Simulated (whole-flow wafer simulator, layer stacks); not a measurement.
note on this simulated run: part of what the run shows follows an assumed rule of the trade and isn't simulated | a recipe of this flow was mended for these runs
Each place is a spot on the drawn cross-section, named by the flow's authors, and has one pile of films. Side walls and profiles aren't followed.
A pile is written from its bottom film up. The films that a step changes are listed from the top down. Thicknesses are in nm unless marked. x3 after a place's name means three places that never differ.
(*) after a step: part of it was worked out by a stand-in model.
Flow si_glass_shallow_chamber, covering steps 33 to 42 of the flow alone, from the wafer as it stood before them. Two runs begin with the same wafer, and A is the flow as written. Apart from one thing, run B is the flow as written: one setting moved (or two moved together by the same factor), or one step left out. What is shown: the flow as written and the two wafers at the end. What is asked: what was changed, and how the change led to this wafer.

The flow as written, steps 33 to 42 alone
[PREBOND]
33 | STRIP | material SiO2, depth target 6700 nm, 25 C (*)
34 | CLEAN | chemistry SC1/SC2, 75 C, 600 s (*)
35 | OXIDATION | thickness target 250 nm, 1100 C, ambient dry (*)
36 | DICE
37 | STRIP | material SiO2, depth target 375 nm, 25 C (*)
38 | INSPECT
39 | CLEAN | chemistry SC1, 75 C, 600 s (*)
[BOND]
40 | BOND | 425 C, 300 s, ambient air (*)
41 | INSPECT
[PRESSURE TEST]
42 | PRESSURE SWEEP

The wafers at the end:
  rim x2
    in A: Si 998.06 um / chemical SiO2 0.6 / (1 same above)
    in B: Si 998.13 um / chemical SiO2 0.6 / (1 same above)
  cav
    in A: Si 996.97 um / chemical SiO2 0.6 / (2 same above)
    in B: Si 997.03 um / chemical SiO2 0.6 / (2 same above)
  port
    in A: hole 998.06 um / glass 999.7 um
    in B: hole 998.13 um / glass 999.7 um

Cause: step 35, OXIDATION: thickness target 100 nm was run, while the flow as written has thickness target 250 nm.

The path from the change to this, step by step:
  35 | OXIDATION | thickness target 250 nm, 1100 C, ambient dry (*)
      rim x2, cav, septum, ring: A +250 SiO2 (new film), -0.6 chemical SiO2 (all of it), -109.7 Si | B +100 SiO2 (new film), -0.6 chemical SiO2 (all of it), -43.7 Si
  37 | STRIP | material SiO2, depth target 375 nm, 25 C (*)
      rim x2, cav, septum, ring: A -250 SiO2 (all of it) | B -100 SiO2 (all of it)
  40 | BOND | 425 C, 300 s, ambient air (*)
      port: A +999.7 um glass (new film), +1017.3 hole | B +999.7 um glass (new film), +1083.3 hole
